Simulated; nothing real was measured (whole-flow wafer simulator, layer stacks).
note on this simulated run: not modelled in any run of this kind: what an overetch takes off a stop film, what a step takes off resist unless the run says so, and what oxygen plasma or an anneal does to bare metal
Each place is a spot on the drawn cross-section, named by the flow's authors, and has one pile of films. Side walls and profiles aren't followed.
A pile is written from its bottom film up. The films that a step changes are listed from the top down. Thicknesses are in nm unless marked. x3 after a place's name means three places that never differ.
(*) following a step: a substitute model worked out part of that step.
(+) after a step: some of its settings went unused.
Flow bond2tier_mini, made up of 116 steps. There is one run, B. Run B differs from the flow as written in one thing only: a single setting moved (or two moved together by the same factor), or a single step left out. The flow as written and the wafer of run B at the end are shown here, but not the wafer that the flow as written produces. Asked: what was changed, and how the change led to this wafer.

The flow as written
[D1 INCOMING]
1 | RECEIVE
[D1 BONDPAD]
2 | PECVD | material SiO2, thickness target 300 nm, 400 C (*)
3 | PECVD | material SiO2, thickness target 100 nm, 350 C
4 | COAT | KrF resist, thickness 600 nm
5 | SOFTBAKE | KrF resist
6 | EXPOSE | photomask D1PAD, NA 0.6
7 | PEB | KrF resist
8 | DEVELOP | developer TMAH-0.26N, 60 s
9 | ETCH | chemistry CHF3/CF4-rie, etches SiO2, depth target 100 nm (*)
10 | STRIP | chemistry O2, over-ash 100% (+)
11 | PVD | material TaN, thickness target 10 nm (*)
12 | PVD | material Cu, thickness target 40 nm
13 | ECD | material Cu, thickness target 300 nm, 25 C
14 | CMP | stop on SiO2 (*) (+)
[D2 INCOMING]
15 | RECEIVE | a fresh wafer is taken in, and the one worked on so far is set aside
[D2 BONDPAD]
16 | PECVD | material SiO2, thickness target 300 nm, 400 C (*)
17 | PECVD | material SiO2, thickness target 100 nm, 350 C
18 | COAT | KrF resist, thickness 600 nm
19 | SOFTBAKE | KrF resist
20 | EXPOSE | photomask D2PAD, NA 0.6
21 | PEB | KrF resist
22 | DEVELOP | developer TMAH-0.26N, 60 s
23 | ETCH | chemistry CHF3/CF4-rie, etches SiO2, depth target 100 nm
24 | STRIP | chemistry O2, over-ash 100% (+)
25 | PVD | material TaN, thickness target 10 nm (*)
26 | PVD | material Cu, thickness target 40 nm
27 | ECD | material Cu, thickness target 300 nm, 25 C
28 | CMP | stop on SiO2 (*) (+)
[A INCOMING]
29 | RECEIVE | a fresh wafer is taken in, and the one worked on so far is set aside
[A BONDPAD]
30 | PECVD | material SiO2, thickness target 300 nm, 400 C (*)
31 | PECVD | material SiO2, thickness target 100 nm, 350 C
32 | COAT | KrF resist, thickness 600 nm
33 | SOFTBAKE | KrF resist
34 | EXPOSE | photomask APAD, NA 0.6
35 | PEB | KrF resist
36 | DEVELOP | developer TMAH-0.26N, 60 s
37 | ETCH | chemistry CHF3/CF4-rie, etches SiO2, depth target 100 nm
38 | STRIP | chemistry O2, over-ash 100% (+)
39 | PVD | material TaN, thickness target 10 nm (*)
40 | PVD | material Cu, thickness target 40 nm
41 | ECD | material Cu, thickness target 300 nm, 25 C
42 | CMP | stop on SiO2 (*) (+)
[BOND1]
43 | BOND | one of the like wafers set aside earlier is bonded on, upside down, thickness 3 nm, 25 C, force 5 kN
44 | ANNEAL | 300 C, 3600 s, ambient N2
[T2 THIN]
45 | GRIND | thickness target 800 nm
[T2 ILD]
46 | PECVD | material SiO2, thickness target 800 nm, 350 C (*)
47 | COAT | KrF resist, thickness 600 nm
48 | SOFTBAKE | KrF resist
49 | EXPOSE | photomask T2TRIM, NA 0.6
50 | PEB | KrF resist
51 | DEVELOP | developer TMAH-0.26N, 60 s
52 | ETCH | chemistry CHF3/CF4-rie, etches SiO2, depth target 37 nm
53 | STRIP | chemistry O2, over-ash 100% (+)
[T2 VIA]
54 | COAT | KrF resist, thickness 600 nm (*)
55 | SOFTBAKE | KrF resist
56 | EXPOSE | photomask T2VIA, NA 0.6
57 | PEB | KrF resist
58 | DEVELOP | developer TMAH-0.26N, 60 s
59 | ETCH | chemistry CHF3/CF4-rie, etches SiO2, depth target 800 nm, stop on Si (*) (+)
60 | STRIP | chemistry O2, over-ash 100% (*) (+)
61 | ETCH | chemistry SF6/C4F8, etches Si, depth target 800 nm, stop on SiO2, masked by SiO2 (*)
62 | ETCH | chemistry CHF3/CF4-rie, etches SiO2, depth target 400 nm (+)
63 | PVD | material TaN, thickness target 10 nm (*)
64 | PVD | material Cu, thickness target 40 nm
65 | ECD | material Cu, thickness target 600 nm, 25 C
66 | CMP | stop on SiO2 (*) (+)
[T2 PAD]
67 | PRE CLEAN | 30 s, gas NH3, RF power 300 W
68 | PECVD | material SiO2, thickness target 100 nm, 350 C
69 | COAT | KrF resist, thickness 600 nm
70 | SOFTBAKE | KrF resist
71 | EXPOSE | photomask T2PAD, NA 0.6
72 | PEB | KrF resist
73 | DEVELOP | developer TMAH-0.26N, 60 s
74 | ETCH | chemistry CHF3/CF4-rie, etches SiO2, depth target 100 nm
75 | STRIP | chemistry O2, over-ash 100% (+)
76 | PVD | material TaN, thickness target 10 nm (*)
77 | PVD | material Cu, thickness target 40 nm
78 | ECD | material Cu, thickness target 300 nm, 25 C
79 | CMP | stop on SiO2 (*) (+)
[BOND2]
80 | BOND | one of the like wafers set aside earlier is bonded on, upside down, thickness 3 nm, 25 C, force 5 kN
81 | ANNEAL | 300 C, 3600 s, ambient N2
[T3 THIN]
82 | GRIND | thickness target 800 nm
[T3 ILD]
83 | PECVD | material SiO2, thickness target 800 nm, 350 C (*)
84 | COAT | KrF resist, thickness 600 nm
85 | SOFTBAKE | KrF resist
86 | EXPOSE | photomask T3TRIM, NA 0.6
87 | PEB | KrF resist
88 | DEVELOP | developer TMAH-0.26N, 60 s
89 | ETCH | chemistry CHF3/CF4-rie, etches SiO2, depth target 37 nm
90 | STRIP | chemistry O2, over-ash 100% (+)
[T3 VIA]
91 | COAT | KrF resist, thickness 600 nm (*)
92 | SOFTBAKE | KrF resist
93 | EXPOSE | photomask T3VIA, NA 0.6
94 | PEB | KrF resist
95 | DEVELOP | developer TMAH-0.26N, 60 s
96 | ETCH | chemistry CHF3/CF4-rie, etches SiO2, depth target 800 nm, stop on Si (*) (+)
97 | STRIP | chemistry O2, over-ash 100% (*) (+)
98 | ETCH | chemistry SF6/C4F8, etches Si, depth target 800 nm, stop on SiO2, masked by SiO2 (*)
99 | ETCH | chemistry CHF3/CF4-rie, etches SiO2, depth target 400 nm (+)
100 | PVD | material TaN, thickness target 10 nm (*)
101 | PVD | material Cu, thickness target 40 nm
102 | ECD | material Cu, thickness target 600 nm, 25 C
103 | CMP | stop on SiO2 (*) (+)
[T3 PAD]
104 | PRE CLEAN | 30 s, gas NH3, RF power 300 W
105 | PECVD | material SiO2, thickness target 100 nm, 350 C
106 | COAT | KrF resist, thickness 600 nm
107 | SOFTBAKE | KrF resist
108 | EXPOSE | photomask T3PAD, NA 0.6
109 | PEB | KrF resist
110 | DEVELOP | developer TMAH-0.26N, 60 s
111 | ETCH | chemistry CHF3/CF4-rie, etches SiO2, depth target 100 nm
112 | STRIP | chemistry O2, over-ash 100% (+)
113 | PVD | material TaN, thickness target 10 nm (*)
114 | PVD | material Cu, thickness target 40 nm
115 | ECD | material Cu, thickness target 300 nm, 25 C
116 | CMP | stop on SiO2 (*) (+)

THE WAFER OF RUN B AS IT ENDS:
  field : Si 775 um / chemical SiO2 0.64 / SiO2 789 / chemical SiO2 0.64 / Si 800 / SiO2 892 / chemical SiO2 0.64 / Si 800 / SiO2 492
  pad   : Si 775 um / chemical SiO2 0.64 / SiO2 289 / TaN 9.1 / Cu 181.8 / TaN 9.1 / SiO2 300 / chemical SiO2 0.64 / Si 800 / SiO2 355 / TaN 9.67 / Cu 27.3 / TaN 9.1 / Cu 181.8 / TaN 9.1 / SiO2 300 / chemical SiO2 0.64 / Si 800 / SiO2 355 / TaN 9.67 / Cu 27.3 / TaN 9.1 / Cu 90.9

Cause: step 31, PECVD: thickness target 89 nm was run, while the flow as written has thickness target 100 nm.

How this came from the change, step by step:
  31 | PECVD | material SiO2, thickness target 100 nm, 350 C
      field, pad, via: SiO2 gains 89 (in the flow as written it would be: SiO2 gains 100)
